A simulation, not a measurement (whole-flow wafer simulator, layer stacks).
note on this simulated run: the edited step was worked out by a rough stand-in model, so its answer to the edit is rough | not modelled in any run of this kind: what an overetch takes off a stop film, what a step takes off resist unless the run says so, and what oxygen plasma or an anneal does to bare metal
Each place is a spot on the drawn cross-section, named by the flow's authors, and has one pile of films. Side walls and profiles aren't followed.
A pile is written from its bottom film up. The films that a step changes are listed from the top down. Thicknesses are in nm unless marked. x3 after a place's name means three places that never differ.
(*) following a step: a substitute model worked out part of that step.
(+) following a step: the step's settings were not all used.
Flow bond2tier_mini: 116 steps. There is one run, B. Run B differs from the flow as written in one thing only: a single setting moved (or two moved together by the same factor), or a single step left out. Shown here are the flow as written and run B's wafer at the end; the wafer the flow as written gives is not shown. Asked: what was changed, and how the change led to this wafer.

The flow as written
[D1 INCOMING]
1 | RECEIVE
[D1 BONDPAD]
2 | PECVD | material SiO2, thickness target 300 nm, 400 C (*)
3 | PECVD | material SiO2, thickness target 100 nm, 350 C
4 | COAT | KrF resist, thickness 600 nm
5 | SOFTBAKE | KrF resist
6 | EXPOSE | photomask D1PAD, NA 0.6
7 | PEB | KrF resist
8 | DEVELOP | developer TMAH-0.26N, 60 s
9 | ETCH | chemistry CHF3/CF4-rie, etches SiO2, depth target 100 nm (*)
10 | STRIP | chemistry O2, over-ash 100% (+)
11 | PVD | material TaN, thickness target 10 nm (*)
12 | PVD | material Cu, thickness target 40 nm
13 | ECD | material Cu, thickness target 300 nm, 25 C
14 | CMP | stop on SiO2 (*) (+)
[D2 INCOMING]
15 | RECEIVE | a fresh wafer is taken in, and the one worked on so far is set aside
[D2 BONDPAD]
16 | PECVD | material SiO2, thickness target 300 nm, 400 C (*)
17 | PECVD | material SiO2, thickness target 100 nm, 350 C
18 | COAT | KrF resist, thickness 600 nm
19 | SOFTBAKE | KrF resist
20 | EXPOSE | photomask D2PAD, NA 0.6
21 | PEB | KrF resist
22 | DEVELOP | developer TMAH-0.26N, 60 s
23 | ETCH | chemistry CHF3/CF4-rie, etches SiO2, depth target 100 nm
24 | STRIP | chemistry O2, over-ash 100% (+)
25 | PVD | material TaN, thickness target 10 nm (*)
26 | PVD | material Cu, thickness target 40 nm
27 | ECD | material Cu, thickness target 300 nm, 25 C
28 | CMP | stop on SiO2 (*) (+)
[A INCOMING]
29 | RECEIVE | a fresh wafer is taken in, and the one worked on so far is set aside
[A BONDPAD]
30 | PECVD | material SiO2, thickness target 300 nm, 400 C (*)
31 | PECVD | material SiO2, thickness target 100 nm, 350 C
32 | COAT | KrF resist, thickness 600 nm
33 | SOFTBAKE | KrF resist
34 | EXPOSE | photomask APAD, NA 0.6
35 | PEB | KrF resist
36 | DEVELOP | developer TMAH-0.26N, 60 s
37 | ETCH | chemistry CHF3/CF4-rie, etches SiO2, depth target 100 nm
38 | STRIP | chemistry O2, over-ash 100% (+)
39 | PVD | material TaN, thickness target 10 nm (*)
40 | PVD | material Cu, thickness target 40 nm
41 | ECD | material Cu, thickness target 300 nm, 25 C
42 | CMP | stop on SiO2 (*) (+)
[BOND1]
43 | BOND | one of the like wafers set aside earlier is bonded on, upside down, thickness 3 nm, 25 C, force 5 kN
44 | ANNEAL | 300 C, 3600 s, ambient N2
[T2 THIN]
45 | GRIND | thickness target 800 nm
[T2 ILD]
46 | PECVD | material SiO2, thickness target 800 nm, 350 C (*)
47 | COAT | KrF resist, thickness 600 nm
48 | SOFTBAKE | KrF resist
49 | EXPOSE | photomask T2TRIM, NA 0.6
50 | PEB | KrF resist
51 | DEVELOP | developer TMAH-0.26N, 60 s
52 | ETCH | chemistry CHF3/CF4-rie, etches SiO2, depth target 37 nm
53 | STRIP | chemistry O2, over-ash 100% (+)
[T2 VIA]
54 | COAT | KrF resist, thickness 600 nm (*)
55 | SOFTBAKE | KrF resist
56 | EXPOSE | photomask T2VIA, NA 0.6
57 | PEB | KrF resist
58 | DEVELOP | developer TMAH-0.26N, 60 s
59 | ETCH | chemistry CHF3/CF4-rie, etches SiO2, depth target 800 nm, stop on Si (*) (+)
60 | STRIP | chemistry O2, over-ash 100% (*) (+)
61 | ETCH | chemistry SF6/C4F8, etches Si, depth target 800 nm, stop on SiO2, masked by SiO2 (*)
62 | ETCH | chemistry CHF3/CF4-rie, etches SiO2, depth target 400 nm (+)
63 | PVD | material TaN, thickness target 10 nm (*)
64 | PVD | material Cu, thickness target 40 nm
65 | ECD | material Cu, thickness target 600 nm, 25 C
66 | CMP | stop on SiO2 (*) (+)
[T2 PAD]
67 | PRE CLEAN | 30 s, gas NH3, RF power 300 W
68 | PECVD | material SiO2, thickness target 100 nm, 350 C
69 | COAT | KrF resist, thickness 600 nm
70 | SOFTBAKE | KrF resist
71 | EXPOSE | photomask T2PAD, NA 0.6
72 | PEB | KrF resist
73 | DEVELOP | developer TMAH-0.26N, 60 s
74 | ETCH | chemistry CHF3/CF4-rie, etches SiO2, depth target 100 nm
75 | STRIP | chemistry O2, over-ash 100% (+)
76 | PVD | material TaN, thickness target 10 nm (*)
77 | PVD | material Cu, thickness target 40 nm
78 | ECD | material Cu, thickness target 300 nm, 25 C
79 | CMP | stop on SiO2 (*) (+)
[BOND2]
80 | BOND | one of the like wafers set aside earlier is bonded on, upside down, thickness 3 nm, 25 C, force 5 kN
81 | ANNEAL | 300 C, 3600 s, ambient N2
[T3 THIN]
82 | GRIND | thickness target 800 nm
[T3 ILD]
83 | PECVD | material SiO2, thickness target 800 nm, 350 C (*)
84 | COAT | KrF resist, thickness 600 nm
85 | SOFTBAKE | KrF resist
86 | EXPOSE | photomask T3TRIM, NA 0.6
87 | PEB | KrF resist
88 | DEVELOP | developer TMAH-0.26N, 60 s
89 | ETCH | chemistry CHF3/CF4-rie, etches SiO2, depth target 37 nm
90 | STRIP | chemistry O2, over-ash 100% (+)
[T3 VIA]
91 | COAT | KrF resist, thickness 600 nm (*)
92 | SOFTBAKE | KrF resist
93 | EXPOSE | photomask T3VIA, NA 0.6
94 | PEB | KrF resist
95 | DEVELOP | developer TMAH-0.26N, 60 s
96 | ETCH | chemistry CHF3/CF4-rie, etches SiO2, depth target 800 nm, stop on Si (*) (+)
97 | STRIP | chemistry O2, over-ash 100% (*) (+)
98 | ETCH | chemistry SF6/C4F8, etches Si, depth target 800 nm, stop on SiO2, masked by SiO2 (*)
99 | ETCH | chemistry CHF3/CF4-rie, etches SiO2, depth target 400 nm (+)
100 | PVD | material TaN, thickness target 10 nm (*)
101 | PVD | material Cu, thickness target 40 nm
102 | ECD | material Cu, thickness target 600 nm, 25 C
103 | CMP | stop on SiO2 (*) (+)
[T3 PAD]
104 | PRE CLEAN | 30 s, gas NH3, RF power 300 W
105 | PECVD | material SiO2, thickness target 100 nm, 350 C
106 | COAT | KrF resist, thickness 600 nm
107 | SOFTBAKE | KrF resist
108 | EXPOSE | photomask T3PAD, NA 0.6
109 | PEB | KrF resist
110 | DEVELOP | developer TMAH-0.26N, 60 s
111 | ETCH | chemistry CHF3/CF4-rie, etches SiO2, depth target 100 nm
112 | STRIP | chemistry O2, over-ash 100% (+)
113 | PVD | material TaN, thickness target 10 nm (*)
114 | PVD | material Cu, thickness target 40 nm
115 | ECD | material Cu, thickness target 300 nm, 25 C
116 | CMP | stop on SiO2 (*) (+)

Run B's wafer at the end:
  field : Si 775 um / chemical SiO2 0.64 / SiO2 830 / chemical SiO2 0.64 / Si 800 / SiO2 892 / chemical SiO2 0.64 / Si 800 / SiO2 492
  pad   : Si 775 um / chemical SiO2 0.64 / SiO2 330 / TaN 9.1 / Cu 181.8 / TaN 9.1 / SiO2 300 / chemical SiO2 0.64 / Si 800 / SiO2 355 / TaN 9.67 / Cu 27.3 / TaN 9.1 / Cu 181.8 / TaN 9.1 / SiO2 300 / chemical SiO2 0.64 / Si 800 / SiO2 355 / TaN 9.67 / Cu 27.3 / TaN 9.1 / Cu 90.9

The reason: step 30, PECVD: thickness target 330 nm was run, whereas the flow has thickness target 300 nm.
The wafer lets one read it off: pad has SiO2 330, and step 30 as written asks for 300 nm.

Step by step, how the change led to this:
  30 | PECVD | material SiO2, thickness target 300 nm, 400 C (*)
      field, pad, via: SiO2 gains 330 (new film) (as written it would have been: SiO2 gains 300 (new film))
